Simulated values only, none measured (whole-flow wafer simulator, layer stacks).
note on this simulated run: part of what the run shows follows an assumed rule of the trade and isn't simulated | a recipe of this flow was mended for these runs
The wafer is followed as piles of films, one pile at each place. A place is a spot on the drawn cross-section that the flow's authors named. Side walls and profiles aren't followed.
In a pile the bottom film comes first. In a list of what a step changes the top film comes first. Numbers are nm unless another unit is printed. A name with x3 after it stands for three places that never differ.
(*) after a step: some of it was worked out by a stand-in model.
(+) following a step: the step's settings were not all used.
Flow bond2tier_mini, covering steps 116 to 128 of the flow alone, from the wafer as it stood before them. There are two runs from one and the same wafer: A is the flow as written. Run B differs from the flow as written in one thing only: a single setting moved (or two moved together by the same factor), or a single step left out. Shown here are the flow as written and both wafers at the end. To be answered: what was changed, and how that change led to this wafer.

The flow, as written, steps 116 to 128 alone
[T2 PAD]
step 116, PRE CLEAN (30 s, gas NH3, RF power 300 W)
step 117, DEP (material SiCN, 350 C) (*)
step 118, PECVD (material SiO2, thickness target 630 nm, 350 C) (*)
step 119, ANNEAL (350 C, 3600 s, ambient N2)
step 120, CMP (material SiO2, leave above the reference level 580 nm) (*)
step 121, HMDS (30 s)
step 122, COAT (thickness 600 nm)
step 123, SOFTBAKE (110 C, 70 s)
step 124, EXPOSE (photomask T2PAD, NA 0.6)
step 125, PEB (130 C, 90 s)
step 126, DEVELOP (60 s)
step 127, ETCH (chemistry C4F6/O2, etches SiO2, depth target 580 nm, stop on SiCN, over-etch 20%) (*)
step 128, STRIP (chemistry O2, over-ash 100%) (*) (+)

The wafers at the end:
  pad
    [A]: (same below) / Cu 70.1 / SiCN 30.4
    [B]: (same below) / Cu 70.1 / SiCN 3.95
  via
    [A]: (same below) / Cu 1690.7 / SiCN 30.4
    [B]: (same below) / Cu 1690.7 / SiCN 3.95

What caused this: step 127, ETCH: depth target 710.9 nm was run, though the flow has depth target 580 nm.

How this came from the change, step by step:
  step 127, ETCH (chemistry C4F6/O2, etches SiO2, depth target 580 nm, stop on SiCN, over-etch 20%) (*)
      pad, via: A -580 SiO2 (all of it), -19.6 SiCN | B -580 SiO2 (all of it), -46.1 SiCN
      field: A -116 thick-KrF-resist | B -142.2 thick-KrF-resist
  step 128, STRIP (chemistry O2, over-ash 100%) (*) (+)
      field: A -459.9 thick-KrF-resist (all of it) | B -433.8 thick-KrF-resist (all of it)
